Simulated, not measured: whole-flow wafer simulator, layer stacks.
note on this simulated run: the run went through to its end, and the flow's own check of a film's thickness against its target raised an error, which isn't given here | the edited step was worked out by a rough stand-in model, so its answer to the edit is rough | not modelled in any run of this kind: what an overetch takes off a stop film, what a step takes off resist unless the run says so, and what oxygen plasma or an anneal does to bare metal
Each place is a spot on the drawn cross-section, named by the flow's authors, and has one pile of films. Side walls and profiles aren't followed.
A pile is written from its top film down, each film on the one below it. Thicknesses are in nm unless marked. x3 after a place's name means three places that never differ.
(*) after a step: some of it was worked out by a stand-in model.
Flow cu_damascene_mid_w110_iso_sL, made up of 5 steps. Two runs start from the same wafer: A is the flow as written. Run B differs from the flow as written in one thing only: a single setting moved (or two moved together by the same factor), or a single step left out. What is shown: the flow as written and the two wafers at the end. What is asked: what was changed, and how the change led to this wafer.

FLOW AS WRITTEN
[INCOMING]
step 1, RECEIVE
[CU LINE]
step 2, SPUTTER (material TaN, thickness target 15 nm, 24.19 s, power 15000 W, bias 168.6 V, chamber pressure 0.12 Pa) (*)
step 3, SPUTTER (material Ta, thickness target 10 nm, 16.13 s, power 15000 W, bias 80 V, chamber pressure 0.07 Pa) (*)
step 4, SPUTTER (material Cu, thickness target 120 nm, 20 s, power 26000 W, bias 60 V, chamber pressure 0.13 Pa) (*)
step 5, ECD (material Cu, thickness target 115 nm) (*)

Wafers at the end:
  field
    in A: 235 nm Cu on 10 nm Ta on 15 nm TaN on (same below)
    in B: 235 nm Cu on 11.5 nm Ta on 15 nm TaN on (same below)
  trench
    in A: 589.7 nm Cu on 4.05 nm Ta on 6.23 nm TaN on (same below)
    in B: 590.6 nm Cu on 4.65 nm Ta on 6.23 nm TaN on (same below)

Cause: step 3, SPUTTER: thickness target 11.5 nm was run, whereas the flow has thickness target 10 nm; step 3, SPUTTER: 18.55 s was run, where the flow has 16.13 s.
The wafer lets one read it off: field has Ta 11.5, and step 3 as written asks for 10 nm.

How this came from the change, step by step:
  step 3, SPUTTER (material Ta, thickness target 10 nm, 16.13 s, power 15000 W, bias 80 V, chamber pressure 0.07 Pa) (*)
      field: A +10 Ta (new film) | B +11.5 Ta (new film)
      trench: A +4.05 Ta (new film) | B +4.65 Ta (new film)
